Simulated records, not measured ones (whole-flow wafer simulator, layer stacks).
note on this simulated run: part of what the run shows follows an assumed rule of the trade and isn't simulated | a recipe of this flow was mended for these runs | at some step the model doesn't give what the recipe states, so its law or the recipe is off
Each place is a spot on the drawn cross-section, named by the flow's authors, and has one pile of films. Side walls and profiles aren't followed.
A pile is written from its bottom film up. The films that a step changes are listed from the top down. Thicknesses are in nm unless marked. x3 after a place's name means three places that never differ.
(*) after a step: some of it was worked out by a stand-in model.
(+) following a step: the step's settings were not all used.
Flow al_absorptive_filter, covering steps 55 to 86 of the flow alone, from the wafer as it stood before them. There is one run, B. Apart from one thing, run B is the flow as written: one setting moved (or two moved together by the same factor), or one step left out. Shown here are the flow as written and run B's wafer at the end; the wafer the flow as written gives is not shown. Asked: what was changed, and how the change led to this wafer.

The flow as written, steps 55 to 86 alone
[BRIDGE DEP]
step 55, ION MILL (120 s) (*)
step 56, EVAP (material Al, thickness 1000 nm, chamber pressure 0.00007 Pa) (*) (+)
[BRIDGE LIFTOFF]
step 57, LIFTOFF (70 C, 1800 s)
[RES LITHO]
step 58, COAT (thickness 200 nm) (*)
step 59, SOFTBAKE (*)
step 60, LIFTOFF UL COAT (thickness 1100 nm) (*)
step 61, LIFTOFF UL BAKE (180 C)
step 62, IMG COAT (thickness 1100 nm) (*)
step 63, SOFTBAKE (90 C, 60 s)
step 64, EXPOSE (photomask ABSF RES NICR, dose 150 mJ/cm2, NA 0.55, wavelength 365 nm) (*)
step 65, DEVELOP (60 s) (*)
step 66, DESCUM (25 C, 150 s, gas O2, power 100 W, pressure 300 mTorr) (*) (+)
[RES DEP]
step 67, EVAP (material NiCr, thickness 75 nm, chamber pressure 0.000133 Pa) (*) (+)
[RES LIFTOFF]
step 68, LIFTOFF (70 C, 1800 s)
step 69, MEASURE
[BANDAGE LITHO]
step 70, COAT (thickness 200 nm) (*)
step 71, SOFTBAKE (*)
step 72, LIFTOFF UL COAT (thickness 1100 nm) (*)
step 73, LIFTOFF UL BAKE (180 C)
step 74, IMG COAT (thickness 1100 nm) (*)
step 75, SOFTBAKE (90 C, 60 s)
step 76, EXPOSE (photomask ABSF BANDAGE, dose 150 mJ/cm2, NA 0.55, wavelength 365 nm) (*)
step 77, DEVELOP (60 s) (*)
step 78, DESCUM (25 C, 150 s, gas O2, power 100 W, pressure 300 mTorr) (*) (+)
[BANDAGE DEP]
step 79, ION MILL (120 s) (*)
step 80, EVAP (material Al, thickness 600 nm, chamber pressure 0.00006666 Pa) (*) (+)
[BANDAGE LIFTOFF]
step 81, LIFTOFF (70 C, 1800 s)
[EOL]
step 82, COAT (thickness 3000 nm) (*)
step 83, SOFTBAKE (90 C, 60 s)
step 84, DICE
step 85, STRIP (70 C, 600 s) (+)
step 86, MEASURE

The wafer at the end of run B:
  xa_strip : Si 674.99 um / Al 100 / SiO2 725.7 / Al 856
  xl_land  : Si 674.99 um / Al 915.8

The reason: step 56, EVAP: thickness 856 nm was run, though the flow has thickness 1000 nm.
One can read it off the wafer: xa_strip has Al 856, and step 56 as written asks for 1000 nm.

Step by step, how the change led to this:
  step 56, EVAP (material Al, thickness 1000 nm, chamber pressure 0.00007 Pa) (*) (+)
      gnd, pad_far, pad_near and 10 more: +856 Al (new film) (as written it would have been: +1000 Al (new film))
      xl_land: +856 Al (as written it would have been: +1000 Al)
  step 57, LIFTOFF (70 C, 1800 s)
      gnd, xa_field, idc_field: -856 Al (all of it), -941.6 i-line-resist (all of it), -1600 lift-off-underlayer (all of it), -200 acrylic-e-beam-resist (all of it) (as written it would have been: -1000 Al (all of it), -941.6 i-line-resist (all of it), -1600 lift-off-underlayer (all of it), -200 acrylic-e-beam-resist (all of it))
      pad_far: -856 Al (all of it), -940.5 i-line-resist (all of it), -1591.1 lift-off-underlayer (all of it), -198.5 acrylic-e-beam-resist (all of it) (as written it would have been: -1000 Al (all of it), -940.5 i-line-resist (all of it), -1591.1 lift-off-underlayer (all of it), -198.5 acrylic-e-beam-resist (all of it))
      (and at 6 other places as well)
  step 58, COAT (thickness 200 nm) (*)
      xa_margin: +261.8 acrylic-e-beam-resist (new film) (as written it would have been: +288.1 acrylic-e-beam-resist (new film))
      xa_strip: +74 acrylic-e-beam-resist (new film) (as written it would have been: +66.9 acrylic-e-beam-resist (new film))
      (and at 1 other place as well)
  step 60, LIFTOFF UL COAT (thickness 1100 nm) (*)
      xa_margin: +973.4 lift-off-underlayer (new film) (as written it would have been: +1021 lift-off-underlayer (new film))
      xa_strip: +496.9 lift-off-underlayer (new film) (as written it would have been: +459.8 lift-off-underlayer (new film))
  step 62, IMG COAT (thickness 1100 nm) (*)
      xa_margin: +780 i-line-resist (new film) (as written it would have been: +741.1 i-line-resist (new film))
      xa_strip: +634.9 i-line-resist (new film) (as written it would have been: +577.9 i-line-resist (new film))
  step 68, LIFTOFF (70 C, 1800 s)
      xa_margin: -75 NiCr (all of it), -637.3 i-line-resist (all of it), -973.4 lift-off-underlayer (all of it), -261.8 acrylic-e-beam-resist (all of it) (as written it would have been: -75 NiCr (all of it), -598.1 i-line-resist (all of it), -1021 lift-off-underlayer (all of it), -288.1 acrylic-e-beam-resist (all of it))
      xa_strip: -75 NiCr (all of it), -490.3 i-line-resist (all of it), -496.9 lift-off-underlayer (all of it), -74 acrylic-e-beam-resist (all of it) (as written it would have been: -75 NiCr (all of it), -433.3 i-line-resist (all of it), -459.8 lift-off-underlayer (all of it), -66.9 acrylic-e-beam-resist (all of it))
      (and at 1 other place as well)
  step 70, COAT (thickness 200 nm) (*)
      xa_margin: +261.8 acrylic-e-beam-resist (new film) (as written it would have been: +288.1 acrylic-e-beam-resist (new film))
      xa_strip: +74 acrylic-e-beam-resist (new film) (as written it would have been: +66.9 acrylic-e-beam-resist (new film))
  step 72, LIFTOFF UL COAT (thickness 1100 nm) (*)
      xa_margin: +973.4 lift-off-underlayer (new film) (as written it would have been: +1021 lift-off-underlayer (new film))
      xa_strip: +496.9 lift-off-underlayer (new film) (as written it would have been: +459.8 lift-off-underlayer (new film))
  step 74, IMG COAT (thickness 1100 nm) (*)
      xa_margin: +780 i-line-resist (new film) (as written it would have been: +741.1 i-line-resist (new film))
      xa_strip: +634.9 i-line-resist (new film) (as written it would have been: +577.9 i-line-resist (new film))
  step 81, LIFTOFF (70 C, 1800 s)
      xa_margin: -600 Al (all of it), -643.6 i-line-resist (all of it), -973.4 lift-off-underlayer (all of it), -261.8 acrylic-e-beam-resist (all of it) (as written it would have been: -600 Al (all of it), -604.4 i-line-resist (all of it), -1021 lift-off-underlayer (all of it), -288.1 acrylic-e-beam-resist (all of it))
      xa_strip: -600 Al (all of it), -496.6 i-line-resist (all of it), -496.9 lift-off-underlayer (all of it), -74 acrylic-e-beam-resist (all of it) (as written it would have been: -600 Al (all of it), -439.6 i-line-resist (all of it), -459.8 lift-off-underlayer (all of it), -66.9 acrylic-e-beam-resist (all of it))
  step 82, COAT (thickness 3000 nm) (*)
      xa_strip: +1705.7 i-line-resist (new film) (as written it would have been: +1594.3 i-line-resist (new film))
  step 83, SOFTBAKE (90 C, 60 s)
      xa_margin: -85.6 i-line-resist (as written it would have been: -94.2 i-line-resist)
      xa_strip: -106.5 i-line-resist (as written it would have been: -117.3 i-line-resist)
  step 85, STRIP (70 C, 600 s) (+)
      xa_strip: -1599.1 i-line-resist (all of it) (as written it would have been: -1477 i-line-resist (all of it))
